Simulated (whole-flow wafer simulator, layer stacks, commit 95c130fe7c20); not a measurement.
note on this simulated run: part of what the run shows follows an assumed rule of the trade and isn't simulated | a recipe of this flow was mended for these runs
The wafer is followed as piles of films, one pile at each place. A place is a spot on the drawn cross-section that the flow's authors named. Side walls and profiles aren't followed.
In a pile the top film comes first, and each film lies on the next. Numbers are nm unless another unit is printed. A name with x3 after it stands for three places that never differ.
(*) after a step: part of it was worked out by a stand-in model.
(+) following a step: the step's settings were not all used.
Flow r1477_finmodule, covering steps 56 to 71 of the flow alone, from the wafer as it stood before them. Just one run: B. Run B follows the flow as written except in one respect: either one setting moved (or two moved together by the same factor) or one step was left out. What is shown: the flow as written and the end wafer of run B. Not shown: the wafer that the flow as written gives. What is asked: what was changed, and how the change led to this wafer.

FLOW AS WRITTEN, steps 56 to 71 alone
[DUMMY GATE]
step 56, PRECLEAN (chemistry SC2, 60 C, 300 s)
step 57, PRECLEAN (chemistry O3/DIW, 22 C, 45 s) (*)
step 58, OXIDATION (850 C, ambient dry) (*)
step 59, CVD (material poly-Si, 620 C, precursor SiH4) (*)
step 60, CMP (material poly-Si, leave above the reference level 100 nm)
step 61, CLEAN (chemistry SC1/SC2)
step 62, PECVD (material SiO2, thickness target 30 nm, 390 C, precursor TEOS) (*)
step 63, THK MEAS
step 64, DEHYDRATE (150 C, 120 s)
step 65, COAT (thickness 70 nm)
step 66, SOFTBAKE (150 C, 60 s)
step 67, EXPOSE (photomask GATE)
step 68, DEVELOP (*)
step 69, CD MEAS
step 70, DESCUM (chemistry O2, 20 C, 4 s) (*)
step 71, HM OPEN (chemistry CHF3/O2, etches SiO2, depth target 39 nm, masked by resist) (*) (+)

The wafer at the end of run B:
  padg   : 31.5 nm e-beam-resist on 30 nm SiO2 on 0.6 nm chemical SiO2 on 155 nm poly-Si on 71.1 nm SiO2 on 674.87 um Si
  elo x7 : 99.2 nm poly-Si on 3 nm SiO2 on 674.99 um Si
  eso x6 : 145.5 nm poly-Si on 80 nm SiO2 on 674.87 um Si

What caused this: step 71, HM OPEN: depth target 33.2 nm was run, while the flow as written has depth target 39 nm.

Step by step, how the change led to this:
  step 71, HM OPEN (chemistry CHF3/O2, etches SiO2, depth target 39 nm, masked by resist) (*) (+)
      pad, elo x7, eso x6, e200so, s40co x3: -30 SiO2 (all of it), -0.6 chemical SiO2 (all of it), -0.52 poly-Si (it would be, as written: -30 SiO2 (all of it), -0.6 chemical SiO2 (all of it), -1.68 poly-Si)
      padg, elg x7, esg x6, e200sg, s40cg x3: -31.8 e-beam-resist (it would be, as written: -37.4 e-beam-resist)
